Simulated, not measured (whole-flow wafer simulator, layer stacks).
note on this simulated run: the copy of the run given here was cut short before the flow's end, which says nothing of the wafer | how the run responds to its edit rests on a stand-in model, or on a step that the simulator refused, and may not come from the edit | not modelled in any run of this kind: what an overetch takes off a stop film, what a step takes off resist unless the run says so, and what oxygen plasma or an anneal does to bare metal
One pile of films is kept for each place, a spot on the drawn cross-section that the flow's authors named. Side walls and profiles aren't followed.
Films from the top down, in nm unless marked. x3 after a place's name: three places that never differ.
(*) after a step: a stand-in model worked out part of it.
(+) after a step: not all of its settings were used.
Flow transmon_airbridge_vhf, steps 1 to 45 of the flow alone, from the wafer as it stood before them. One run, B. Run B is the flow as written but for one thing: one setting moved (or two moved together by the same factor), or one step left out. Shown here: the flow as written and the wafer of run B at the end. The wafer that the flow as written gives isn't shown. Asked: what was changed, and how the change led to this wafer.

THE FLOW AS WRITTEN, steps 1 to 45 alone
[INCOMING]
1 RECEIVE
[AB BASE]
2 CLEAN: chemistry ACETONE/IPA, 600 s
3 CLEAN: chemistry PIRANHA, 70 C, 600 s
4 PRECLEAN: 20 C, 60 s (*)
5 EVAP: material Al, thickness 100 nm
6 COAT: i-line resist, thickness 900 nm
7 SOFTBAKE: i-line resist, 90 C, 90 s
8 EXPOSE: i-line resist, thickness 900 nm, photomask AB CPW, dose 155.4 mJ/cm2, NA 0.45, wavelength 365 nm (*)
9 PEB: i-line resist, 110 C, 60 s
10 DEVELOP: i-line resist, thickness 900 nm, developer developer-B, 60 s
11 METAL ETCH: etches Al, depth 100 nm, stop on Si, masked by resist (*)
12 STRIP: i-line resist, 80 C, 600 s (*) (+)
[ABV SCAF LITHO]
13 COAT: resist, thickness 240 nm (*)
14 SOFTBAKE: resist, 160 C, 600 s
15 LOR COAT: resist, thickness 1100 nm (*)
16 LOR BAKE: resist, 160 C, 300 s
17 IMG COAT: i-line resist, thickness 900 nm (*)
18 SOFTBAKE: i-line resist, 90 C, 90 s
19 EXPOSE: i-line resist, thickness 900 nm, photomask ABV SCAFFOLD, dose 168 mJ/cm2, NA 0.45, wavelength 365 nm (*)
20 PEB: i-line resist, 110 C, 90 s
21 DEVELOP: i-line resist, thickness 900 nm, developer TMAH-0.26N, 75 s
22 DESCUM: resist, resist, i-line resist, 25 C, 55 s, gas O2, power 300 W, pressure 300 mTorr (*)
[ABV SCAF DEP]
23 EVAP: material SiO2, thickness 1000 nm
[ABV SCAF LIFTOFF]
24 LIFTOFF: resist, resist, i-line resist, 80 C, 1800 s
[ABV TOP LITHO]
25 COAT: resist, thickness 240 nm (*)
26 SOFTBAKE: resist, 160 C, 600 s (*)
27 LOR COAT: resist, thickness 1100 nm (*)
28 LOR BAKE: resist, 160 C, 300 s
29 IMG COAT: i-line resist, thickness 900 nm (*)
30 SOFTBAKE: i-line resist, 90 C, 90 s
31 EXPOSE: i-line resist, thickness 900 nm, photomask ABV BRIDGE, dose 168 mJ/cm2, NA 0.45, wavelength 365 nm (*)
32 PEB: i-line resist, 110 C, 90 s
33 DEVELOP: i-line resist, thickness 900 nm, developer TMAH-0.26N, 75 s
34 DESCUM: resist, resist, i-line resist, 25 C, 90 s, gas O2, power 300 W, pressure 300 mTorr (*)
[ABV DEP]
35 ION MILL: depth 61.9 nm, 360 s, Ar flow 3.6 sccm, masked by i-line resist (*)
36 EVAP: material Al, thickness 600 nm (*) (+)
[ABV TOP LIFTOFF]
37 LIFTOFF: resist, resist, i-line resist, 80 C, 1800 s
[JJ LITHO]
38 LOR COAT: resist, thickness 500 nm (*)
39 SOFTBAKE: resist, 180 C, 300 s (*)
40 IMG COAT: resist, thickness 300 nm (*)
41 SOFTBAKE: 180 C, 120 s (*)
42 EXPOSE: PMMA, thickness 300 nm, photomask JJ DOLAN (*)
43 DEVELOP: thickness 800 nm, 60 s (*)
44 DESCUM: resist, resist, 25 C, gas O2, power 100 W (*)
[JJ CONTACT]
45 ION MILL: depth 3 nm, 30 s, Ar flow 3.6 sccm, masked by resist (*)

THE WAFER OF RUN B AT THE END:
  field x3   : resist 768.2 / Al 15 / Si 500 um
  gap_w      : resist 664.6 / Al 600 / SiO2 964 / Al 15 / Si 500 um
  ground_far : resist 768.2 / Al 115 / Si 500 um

The cause: step 5, EVAP: thickness 115 nm was run, where the flow has thickness 100 nm.
It can be read off the wafer: ground_far has Al 115, and step 5 as written asks for 100 nm.

How the change led to this, step by step:
  5 EVAP: material Al, thickness 100 nm
      field x3, jj_line, ground_far and 12 more: Al +115 (new film) (as written it would be: Al +100 (new film))
  11 METAL ETCH: etches Al, depth 100 nm, stop on Si, masked by resist (*)
      field x3, jj_line, gap_w, gap_e: Al -100 (as written it would be: Al -100 (all of it))
  45 ION MILL: depth 3 nm, 30 s, Ar flow 3.6 sccm, masked by resist (*)
      jj_line: Al -15 (all of it), Si -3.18 (as written it would be: Si -11.6)
Counting metal films that touch as one body, field x3 has 1 body; the flow as written gives 0 bodies.
Counting metal films that touch as one body, gap_w has 2 bodies (between them, from the top down: SiO2 964); the flow as written gives 1 body.
